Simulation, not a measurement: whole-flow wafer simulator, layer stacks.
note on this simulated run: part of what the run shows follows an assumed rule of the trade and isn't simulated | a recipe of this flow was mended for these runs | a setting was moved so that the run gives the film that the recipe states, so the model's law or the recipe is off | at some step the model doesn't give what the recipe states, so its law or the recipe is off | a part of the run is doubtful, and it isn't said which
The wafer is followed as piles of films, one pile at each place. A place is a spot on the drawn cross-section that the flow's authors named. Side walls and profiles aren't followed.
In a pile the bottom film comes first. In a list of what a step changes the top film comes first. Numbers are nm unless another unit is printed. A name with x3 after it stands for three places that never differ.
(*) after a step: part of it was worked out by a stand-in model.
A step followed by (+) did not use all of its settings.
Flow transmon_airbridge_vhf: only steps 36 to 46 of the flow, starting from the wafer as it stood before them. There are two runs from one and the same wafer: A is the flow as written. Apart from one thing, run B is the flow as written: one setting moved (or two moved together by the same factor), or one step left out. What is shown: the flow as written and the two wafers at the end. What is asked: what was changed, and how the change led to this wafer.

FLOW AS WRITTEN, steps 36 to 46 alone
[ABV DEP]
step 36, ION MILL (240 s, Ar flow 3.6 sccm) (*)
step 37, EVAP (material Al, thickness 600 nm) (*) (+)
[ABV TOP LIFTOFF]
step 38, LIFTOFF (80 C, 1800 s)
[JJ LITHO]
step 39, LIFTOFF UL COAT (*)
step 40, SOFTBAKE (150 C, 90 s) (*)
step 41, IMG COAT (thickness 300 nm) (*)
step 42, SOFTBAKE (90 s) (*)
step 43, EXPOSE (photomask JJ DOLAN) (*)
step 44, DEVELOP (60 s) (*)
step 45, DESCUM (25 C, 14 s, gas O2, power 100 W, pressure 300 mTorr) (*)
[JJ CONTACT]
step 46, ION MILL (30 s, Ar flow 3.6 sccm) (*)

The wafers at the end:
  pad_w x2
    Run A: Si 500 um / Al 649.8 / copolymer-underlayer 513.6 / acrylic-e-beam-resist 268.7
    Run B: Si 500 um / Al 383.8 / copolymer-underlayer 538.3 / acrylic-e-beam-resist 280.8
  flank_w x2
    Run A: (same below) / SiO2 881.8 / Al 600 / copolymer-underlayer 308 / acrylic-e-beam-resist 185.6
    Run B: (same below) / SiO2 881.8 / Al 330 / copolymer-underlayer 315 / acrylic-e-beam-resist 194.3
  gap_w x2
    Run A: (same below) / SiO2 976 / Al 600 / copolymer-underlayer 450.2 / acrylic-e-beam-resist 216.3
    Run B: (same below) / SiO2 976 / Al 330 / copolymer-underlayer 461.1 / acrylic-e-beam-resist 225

Cause: step 37, EVAP: thickness 330 nm was run, though the flow has thickness 600 nm.
The wafer itself shows it: flank_w x2 has Al 330, and step 37 as written asks for 600 nm.

How this came from the change, step by step:
  step 37, EVAP (material Al, thickness 600 nm) (*) (+)
      field x3, jj_line, ground_far and 10 more: A +600 Al (new film) | B +330 Al (new film)
      pad_w x2: A +591.1 Al | B +325.1 Al
  step 38, LIFTOFF (80 C, 1800 s)
      field x3, jj_line, trace_open_s x2: A -600 Al (all of it), -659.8 i-line-resist (all of it), -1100 lift-off-underlayer (all of it), -240 acrylic-e-beam-resist (all of it) | B -330 Al (all of it), -659.8 i-line-resist (all of it), -1100 lift-off-underlayer (all of it), -240 acrylic-e-beam-resist (all of it)
      margin_s, margin_n: A -600 Al (all of it), -378.2 i-line-resist (all of it), -823.4 lift-off-underlayer (all of it), -168.6 acrylic-e-beam-resist (all of it) | B -330 Al (all of it), -378.2 i-line-resist (all of it), -823.4 lift-off-underlayer (all of it), -168.6 acrylic-e-beam-resist (all of it)
      (also at 1 further place)
  step 39, LIFTOFF UL COAT (*)
      pad_w x2: A +513.6 copolymer-underlayer (new film) | B +538.3 copolymer-underlayer (new film)
      flank_w x2: A +308 copolymer-underlayer (new film) | B +315 copolymer-underlayer (new film)
      (also at 6 further places)
  step 41, IMG COAT (thickness 300 nm) (*)
      pad_w x2: A +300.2 acrylic-e-beam-resist (new film) | B +312.3 acrylic-e-beam-resist (new film)
      flank_w x2: A +217.1 acrylic-e-beam-resist (new film) | B +225.9 acrylic-e-beam-resist (new film)
      (also at 4 further places)
